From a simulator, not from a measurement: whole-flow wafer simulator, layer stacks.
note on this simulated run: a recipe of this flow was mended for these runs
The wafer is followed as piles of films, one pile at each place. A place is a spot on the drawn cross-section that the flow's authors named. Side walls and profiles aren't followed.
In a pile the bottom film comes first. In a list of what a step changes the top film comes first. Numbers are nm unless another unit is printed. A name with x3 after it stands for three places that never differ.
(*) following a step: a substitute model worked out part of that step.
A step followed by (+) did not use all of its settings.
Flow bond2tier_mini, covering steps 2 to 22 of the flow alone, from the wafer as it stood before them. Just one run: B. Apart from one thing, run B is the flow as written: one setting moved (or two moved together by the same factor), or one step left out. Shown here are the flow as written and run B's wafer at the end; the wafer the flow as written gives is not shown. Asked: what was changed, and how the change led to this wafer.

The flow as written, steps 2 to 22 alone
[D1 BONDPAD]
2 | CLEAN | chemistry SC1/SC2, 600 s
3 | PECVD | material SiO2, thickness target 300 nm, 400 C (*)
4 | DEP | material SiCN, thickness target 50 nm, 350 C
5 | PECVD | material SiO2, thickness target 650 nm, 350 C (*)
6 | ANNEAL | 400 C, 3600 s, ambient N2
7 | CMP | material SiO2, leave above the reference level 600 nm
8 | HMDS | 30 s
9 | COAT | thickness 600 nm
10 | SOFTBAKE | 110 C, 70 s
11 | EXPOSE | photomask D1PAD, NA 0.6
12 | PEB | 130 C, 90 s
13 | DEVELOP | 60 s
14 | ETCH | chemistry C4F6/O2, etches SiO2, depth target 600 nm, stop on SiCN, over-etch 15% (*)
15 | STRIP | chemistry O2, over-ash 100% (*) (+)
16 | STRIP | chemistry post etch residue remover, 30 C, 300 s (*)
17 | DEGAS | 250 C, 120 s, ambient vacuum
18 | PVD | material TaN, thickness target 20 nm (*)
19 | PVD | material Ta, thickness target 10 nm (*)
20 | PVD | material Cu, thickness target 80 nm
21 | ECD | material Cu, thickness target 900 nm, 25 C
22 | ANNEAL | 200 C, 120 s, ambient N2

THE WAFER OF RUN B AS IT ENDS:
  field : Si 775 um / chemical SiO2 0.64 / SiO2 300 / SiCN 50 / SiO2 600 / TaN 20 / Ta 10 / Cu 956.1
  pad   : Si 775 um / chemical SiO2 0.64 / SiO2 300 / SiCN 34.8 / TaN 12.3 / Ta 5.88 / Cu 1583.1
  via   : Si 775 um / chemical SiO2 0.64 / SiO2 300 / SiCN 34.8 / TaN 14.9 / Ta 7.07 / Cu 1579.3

What caused this: step 20, PVD: thickness target 56.1 nm was run, though the flow has thickness target 80 nm.

How this came from the change, step by step:
  20 | PVD | material Cu, thickness target 80 nm
      field: +56.1 Cu (new film) (it would be, as written: +80 Cu (new film))
      pad: +34 Cu (new film) (it would be, as written: +48.4 Cu (new film))
      (also at 1 further place)
